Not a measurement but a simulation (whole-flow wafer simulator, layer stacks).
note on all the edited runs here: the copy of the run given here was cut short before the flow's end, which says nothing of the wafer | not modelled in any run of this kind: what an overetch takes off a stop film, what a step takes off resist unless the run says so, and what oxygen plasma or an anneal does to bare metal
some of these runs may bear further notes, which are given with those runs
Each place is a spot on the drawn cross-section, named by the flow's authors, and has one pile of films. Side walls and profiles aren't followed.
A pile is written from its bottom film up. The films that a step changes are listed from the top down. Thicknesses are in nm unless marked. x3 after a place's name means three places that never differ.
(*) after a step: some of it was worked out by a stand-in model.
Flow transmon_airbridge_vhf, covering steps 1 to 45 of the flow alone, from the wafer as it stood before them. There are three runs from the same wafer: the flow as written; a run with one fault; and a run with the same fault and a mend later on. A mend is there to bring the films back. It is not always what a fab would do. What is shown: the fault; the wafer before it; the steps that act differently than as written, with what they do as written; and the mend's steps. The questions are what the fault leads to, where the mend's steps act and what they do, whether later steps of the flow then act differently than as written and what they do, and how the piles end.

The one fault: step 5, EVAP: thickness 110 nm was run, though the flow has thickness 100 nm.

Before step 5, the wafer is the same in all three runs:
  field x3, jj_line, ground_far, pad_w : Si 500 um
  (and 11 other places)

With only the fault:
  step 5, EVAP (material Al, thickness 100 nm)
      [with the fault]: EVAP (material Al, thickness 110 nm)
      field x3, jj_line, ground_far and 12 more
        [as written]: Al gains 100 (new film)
        [with the fault]: Al gains 110 (new film)
  Steps further on in the flow that do not act as written:
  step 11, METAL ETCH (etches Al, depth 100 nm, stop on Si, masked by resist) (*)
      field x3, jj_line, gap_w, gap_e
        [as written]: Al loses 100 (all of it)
        [with the fault]: Al loses 100
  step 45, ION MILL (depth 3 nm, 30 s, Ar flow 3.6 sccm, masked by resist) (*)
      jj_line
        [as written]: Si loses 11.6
        [with the fault]: Al loses 10 (all of it), Si loses 6
  The piles end different from the flow's at field x3, ground_far, flank_w and 9 more by more than 2% or 0.5 nm, whichever is larger.
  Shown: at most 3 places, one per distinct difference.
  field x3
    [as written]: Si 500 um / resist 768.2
    [with the fault]: Si 500 um / Al 10 / resist 768.2
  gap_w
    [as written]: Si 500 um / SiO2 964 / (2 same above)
    [with the fault]: Si 500 um / Al 10 / SiO2 964 / (2 same above)
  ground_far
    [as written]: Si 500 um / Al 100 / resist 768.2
    [with the fault]: Si 500 um / Al 110 / resist 768.2

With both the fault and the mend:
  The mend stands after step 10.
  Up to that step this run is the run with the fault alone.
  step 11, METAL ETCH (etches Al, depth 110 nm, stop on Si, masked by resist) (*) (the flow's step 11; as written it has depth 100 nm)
      ground_far, pad_w, flank_w and 8 more
        i-line resist loses 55
      field x3, jj_line, gap_w, gap_e
        Al loses 110 (all of it)
  Every later step of the flow that is run acts as written, at every place that is followed, to within 2% or 0.5 nm, whichever is larger.
  The piles end different from the flow's at ground_far, flank_w, cpw_trace, flank_e, trace_open_s x2, margin_s, bridge_strip, margin_n by more than 2% or 0.5 nm, whichever is larger.
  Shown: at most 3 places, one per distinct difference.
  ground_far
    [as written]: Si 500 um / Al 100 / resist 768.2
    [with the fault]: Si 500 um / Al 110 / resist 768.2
    [with the mend]: Si 500 um / Al 110 / resist 768.2
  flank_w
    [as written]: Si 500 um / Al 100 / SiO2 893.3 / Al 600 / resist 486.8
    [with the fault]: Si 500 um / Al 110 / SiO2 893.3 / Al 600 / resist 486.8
    [with the mend]: Si 500 um / Al 110 / SiO2 893.4 / Al 600 / resist 484.4
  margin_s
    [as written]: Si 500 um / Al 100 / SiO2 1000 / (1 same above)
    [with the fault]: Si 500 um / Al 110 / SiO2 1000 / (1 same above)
    [with the mend]: Si 500 um / Al 110 / SiO2 1000 / (1 same above)
